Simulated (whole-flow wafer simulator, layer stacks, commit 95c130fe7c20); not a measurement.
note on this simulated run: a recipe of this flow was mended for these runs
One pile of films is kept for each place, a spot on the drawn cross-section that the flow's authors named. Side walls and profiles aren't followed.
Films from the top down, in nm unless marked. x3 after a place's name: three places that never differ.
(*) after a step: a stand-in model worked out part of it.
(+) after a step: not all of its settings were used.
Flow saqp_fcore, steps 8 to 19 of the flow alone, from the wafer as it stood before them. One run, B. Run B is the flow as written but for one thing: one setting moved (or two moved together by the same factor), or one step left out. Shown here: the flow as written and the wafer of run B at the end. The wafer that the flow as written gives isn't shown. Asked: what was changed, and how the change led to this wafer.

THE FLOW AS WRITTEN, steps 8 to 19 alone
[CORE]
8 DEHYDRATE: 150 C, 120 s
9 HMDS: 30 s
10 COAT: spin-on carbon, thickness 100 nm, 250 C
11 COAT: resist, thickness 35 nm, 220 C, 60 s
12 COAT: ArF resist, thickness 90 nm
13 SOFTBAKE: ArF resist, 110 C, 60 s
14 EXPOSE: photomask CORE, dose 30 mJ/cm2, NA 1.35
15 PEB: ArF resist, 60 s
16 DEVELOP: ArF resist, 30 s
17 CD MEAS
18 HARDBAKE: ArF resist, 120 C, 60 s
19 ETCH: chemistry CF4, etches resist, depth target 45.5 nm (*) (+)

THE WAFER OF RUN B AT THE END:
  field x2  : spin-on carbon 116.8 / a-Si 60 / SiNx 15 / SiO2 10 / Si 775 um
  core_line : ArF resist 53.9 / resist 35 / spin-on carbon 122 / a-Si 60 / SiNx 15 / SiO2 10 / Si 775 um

The cause: step 10, COAT: thickness 122 nm was run, where the flow has thickness 100 nm.
It can be read off the wafer: core_line has spin-on carbon 122, and step 10 as written asks for 100 nm.

How the change led to this, step by step:
  10 COAT: spin-on carbon, thickness 100 nm, 250 C
      field x2, core_line: spin-on carbon +122 (new film) (as written it would be: spin-on carbon +100 (new film))
